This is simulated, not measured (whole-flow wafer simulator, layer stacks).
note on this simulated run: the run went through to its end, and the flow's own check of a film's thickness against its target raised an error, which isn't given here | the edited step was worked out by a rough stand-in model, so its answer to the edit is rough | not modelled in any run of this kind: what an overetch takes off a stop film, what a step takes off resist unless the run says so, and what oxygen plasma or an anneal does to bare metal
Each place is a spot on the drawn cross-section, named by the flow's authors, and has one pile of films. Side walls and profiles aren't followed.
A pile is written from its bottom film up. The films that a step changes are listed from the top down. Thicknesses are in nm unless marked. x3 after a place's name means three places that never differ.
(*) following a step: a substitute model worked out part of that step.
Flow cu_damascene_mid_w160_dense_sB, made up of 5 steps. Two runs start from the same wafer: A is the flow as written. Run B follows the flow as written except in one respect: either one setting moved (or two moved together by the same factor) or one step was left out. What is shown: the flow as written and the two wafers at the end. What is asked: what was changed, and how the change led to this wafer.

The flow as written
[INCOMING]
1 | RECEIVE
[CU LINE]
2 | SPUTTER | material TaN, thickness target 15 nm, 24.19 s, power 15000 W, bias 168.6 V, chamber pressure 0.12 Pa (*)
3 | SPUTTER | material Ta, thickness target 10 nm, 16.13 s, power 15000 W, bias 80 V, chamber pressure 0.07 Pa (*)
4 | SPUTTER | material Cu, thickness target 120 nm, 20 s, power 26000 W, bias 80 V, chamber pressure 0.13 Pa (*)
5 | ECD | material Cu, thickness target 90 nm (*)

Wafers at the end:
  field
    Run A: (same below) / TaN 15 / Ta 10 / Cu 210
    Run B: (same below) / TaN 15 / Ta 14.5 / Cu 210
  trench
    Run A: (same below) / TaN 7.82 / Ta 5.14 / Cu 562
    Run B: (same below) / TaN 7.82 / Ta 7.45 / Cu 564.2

The reason: step 3, SPUTTER: thickness target 14.5 nm was run, while the flow as written has thickness target 10 nm; step 3, SPUTTER: 23.39 s was run, where the flow has 16.13 s.
The wafer lets one read it off: field has Ta 14.5, and step 3 as written asks for 10 nm.

Step by step, how the change led to this:
  3 | SPUTTER | material Ta, thickness target 10 nm, 16.13 s, power 15000 W, bias 80 V, chamber pressure 0.07 Pa (*)
      field: A +10 Ta (new film) | B +14.5 Ta (new film)
      trench: A +5.14 Ta (new film) | B +7.45 Ta (new film)
